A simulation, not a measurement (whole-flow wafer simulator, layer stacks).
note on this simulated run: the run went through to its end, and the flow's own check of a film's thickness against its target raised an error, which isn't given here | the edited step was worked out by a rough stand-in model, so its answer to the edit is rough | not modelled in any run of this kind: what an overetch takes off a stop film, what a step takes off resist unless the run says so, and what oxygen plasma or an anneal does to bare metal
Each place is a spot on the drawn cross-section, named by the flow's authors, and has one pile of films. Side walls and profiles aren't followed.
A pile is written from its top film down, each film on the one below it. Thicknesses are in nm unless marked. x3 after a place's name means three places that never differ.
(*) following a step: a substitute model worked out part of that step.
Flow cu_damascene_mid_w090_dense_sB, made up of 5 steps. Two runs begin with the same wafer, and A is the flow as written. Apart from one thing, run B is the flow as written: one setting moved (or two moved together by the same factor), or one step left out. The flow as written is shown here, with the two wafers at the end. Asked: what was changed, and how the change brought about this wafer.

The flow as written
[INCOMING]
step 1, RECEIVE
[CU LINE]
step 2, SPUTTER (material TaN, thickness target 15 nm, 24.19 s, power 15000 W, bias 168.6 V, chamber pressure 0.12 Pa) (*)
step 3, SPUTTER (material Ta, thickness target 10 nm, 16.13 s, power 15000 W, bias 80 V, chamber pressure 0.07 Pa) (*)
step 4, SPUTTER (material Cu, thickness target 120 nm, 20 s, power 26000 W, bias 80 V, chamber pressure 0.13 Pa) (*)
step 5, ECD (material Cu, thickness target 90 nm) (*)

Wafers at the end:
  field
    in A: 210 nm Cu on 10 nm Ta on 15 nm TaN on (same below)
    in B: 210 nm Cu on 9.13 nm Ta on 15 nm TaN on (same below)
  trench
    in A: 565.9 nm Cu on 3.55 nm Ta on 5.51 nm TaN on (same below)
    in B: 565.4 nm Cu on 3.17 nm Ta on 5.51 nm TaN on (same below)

The reason: step 3, SPUTTER: power 13700 W was run, though the flow has power 15000 W.

Step by step, how the change led to this:
  step 3, SPUTTER (material Ta, thickness target 10 nm, 16.13 s, power 15000 W, bias 80 V, chamber pressure 0.07 Pa) (*)
      field: A +10 Ta (new film) | B +9.13 Ta (new film)
